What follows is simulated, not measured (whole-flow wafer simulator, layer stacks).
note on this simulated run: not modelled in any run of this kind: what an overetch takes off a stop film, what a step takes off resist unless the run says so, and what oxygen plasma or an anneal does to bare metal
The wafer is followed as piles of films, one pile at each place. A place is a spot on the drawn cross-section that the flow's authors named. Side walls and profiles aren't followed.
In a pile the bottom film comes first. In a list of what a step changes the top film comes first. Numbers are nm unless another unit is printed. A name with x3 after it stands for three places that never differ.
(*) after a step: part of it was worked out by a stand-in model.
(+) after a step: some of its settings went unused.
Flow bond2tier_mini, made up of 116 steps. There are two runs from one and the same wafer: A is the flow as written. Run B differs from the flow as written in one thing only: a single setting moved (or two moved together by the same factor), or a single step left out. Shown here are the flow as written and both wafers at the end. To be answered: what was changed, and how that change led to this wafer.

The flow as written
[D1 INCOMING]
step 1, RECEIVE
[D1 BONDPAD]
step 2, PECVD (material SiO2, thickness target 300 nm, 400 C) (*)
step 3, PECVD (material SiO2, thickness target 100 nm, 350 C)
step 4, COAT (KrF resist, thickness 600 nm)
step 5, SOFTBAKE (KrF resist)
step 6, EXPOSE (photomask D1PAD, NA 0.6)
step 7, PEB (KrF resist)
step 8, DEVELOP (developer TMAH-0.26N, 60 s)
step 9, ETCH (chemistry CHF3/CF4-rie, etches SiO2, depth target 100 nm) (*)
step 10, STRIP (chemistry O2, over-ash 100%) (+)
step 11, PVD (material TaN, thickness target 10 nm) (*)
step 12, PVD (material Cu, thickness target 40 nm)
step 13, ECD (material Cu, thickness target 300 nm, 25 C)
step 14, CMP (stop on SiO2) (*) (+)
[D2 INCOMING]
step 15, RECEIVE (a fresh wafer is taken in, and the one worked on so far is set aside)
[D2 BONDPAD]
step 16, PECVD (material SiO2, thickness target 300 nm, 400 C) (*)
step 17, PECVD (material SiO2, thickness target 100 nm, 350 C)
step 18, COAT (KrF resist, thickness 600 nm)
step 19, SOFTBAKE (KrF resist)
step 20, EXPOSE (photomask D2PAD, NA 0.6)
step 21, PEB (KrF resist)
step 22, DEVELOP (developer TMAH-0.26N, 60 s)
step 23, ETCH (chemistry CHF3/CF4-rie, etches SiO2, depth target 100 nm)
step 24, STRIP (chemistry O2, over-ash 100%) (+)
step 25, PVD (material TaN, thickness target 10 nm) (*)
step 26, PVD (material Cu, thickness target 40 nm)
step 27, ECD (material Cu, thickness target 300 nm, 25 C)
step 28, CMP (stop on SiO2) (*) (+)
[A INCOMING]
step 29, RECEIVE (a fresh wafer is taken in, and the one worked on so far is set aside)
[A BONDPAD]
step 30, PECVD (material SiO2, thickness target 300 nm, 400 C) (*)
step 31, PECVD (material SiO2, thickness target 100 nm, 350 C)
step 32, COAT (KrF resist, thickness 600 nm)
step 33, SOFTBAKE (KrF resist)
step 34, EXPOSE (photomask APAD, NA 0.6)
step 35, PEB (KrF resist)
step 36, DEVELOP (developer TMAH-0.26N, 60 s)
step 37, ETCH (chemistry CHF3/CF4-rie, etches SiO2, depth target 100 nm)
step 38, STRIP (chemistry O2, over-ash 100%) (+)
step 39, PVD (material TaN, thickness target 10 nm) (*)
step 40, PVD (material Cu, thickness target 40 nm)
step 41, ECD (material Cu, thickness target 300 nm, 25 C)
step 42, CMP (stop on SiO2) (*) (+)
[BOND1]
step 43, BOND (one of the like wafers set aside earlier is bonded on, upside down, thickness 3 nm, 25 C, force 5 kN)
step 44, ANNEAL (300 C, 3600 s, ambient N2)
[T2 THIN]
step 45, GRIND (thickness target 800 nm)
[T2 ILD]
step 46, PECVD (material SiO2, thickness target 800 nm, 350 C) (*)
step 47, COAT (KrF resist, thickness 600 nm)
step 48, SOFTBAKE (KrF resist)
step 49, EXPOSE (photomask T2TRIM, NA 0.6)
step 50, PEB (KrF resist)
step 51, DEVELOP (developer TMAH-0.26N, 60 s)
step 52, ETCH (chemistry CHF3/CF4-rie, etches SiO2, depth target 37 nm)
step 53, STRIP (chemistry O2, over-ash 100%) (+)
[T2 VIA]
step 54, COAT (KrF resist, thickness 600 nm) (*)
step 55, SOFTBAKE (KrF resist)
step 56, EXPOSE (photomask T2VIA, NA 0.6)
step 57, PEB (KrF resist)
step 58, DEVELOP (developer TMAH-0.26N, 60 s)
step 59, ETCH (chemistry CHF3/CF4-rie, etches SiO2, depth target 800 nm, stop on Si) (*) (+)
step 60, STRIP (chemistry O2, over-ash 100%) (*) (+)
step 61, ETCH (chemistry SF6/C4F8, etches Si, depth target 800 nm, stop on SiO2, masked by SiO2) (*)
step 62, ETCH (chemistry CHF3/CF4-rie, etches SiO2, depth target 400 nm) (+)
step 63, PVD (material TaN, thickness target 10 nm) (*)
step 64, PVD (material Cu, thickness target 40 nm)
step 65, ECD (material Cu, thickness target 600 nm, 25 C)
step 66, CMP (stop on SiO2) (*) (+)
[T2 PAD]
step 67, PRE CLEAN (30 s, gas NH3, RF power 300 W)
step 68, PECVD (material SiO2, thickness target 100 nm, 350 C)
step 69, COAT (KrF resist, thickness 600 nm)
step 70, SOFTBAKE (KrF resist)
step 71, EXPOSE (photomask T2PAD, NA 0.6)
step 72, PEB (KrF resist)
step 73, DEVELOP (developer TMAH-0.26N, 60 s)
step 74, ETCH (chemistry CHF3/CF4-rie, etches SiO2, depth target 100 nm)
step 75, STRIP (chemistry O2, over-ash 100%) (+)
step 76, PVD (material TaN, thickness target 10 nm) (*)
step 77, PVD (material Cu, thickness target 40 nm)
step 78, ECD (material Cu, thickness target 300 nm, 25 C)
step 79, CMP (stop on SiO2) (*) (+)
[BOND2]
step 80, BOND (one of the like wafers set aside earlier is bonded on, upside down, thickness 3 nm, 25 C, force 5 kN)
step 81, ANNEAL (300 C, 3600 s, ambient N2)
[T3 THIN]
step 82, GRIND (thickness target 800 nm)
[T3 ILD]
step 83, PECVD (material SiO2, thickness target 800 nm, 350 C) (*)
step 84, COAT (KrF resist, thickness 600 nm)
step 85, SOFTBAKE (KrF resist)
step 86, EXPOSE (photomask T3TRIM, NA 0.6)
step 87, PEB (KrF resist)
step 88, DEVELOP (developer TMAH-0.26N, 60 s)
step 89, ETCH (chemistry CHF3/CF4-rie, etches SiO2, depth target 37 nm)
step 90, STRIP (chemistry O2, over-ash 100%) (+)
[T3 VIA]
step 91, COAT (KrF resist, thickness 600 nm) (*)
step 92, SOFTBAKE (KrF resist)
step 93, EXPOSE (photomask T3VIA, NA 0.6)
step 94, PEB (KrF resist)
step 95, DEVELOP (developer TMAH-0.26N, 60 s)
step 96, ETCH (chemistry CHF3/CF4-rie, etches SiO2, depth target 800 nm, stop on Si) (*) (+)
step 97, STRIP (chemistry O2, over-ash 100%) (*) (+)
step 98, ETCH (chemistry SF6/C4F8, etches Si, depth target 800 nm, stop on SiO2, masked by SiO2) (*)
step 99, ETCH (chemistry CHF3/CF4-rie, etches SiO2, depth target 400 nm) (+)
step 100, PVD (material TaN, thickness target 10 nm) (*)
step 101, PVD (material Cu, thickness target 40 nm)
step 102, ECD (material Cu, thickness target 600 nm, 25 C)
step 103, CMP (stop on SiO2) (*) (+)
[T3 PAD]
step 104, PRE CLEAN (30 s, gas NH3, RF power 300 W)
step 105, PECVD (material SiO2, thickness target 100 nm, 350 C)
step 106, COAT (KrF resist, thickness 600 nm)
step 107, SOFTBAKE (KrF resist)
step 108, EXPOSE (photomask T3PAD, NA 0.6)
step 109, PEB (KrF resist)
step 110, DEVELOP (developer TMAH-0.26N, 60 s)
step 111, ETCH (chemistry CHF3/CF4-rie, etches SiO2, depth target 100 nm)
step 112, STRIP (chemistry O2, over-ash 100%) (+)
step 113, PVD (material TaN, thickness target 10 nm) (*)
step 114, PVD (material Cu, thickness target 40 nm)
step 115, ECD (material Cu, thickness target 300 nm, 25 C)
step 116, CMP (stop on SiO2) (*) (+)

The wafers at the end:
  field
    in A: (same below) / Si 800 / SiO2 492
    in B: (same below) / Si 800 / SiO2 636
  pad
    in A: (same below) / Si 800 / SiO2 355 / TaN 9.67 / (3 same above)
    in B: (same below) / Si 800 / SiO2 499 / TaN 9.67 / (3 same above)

What caused this: step 99, ETCH: depth target 256 nm was run, while the flow as written has depth target 400 nm.

The path from the change to this, step by step:
  step 99, ETCH (chemistry CHF3/CF4-rie, etches SiO2, depth target 400 nm) (+)
      field, pad: A SiO2 loses 400 | B SiO2 loses 256
